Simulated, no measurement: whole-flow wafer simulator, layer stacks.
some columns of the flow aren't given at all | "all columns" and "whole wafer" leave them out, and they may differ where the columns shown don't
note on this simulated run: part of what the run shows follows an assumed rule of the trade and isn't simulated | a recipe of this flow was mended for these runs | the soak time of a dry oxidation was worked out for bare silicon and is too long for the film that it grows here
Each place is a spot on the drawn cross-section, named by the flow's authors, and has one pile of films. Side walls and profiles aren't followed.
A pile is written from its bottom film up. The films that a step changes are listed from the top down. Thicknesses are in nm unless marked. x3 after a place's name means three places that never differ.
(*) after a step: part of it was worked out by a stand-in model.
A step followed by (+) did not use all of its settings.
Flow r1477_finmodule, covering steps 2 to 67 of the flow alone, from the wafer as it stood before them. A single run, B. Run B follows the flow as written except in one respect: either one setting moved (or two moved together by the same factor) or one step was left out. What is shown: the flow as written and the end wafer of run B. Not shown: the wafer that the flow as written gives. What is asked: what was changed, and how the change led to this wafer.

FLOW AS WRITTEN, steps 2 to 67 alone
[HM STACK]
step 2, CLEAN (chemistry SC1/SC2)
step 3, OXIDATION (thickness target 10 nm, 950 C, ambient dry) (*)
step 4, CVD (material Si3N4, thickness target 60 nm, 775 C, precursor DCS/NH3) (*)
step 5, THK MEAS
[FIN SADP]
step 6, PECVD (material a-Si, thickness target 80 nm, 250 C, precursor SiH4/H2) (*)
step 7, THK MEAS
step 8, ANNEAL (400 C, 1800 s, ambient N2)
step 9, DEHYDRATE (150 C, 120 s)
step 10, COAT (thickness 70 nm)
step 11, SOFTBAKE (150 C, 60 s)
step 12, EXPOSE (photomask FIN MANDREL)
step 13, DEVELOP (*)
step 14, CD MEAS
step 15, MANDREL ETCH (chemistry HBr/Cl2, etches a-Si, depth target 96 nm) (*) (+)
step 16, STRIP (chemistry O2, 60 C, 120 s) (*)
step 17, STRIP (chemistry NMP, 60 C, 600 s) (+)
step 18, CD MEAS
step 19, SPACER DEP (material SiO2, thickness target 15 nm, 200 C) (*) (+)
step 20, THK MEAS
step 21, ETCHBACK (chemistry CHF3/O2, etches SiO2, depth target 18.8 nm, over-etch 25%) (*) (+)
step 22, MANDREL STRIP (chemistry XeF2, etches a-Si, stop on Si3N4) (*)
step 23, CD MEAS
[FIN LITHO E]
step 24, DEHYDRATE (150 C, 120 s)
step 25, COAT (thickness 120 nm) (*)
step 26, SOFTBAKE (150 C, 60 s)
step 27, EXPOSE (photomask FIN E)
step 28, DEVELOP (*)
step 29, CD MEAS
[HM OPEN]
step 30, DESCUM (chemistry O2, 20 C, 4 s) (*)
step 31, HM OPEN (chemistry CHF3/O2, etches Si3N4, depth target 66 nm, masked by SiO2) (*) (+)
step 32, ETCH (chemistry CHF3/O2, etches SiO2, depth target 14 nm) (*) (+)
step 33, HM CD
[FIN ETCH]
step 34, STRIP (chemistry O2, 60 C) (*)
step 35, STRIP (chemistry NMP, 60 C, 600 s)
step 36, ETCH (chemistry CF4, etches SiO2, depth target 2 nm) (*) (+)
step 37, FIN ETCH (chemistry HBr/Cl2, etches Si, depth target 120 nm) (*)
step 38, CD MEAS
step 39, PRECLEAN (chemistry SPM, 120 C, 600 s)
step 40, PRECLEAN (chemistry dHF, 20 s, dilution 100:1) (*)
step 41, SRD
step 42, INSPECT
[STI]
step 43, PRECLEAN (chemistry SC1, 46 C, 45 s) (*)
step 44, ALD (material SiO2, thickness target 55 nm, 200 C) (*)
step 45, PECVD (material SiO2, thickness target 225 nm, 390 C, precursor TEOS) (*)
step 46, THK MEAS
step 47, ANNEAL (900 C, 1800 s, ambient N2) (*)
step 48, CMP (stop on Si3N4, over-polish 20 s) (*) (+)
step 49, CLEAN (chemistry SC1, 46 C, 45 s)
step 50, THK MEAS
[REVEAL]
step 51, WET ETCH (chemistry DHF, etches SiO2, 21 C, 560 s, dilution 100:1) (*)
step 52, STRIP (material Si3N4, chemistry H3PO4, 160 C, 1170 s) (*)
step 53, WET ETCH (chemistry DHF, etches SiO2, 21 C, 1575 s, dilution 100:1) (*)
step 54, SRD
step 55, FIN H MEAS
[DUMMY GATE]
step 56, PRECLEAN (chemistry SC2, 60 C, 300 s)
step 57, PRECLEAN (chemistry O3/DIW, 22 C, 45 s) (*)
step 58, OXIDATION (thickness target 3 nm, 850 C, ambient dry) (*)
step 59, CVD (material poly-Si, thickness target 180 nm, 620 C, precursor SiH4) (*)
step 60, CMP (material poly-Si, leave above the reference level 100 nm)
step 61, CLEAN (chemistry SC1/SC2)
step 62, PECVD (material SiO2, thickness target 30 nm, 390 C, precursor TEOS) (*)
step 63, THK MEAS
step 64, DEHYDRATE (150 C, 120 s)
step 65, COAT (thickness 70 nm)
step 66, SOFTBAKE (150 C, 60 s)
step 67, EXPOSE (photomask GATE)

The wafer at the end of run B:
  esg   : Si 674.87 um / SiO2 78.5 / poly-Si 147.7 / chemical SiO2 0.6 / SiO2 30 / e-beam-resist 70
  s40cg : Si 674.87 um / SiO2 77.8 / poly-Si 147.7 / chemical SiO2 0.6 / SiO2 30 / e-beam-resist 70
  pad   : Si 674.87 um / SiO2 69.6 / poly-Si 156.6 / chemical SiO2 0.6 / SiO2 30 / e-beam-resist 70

The reason: step 15, MANDREL ETCH: depth target 107.5 nm was run, while the flow as written has depth target 96 nm.

Step by step, how the change led to this:
  step 15, MANDREL ETCH (chemistry HBr/Cl2, etches a-Si, depth target 96 nm) (*) (+)
      pad, padg, elg and 27 more: -80 a-Si (all of it), -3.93 Si3N4 (as written it would have been: -80 a-Si (all of it), -2.29 Si3N4)
      s40cg, s45cg, s50cg, s40co, s45co, s50co: -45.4 e-beam-resist (as written it would have been: -41 e-beam-resist)
  step 16, STRIP (chemistry O2, 60 C, 120 s) (*)
      s40cg, s45cg, s50cg, s40co, s45co, s50co: +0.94 chemical SiO2 (new film), -24.6 e-beam-resist (all of it), -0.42 a-Si (as written it would have been: +0.89 chemical SiO2 (new film), -29 e-beam-resist (all of it), -0.39 a-Si)
  step 31, HM OPEN (chemistry CHF3/O2, etches Si3N4, depth target 66 nm, masked by SiO2) (*) (+)
      pad, padg, esg and 13 more: -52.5 Si3N4 (all of it), -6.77 SiO2 (as written it would have been: -54.1 Si3N4 (all of it), -5.95 SiO2)
  step 32, ETCH (chemistry CHF3/O2, etches SiO2, depth target 14 nm) (*) (+)
      pad, padg, esg and 13 more: -3.23 SiO2 (all of it), -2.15 Si (as written it would have been: -4.05 SiO2 (all of it), -1.99 Si)
  step 52, STRIP (material Si3N4, chemistry H3PO4, 160 C, 1170 s) (*)
      elg, e40lg, e100lg, e200lg, elo, e40lo, e100lo, e200lo: -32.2 Si3N4 (all of it), -2.2 SiO2 (as written it would have been: -33.9 Si3N4 (all of it), -2.15 SiO2)
      s40sg_line, s45sg_line, s50sg_line, s40so_line, s45so_line, s50so_line: -53.4 Si3N4 (all of it), -1.54 SiO2 (as written it would have been: -55.1 Si3N4 (all of it), -1.49 SiO2)
  step 60, CMP (material poly-Si, leave above the reference level 100 nm)
      pad, padg: -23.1 poly-Si (as written it would have been: -24.8 poly-Si)
